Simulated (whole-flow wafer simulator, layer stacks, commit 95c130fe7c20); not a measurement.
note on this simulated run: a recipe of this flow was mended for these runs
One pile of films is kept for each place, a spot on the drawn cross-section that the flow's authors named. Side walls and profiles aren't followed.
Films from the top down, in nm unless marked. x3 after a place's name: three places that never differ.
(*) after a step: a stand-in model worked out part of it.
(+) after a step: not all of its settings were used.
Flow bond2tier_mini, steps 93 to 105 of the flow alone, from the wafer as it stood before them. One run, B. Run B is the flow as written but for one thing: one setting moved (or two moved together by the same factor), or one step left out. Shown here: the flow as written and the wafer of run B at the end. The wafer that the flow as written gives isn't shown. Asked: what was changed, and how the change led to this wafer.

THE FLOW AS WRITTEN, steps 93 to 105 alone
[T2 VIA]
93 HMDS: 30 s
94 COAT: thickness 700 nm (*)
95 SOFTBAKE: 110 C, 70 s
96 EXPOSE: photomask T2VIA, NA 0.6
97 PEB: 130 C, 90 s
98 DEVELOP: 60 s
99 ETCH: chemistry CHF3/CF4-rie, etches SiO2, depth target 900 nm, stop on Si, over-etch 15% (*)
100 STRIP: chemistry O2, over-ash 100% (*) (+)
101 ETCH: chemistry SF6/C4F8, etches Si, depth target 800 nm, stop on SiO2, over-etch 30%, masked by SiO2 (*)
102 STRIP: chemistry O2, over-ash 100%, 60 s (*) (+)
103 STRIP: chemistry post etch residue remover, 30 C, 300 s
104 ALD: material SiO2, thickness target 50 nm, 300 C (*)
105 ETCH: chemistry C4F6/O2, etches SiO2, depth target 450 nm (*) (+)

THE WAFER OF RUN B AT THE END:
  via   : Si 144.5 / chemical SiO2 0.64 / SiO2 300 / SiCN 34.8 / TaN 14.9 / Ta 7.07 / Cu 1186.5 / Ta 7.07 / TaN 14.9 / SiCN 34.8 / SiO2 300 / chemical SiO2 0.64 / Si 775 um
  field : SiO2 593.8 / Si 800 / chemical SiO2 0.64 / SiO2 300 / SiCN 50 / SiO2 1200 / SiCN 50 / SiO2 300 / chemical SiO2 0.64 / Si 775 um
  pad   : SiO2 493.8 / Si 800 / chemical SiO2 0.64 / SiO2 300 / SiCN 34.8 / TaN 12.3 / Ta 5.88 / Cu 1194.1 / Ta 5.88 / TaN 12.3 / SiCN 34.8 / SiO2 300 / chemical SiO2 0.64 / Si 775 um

The cause: step 101, ETCH: depth target 480.2 nm was run, where the flow has depth target 800 nm.

How the change led to this, step by step:
  101 ETCH: chemistry SF6/C4F8, etches Si, depth target 800 nm, stop on SiO2, over-etch 30%, masked by SiO2 (*)
      via: Si -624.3 (as written it would be: Si -788.8 (all of it), chemical SiO2 -0.64 (all of it), SiO2 -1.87)
      field, pad: SiO2 -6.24 (as written it would be: SiO2 -10.3)
  104 ALD: material SiO2, thickness target 50 nm, 300 C (*)
      via: SiO2 +50 (new film) (as written it would be: SiO2 +50)
  105 ETCH: chemistry C4F6/O2, etches SiO2, depth target 450 nm (*) (+)
      via: SiO2 -50 (all of it), Si -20 (as written it would be: SiO2 -348.1 (all of it), SiCN -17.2)
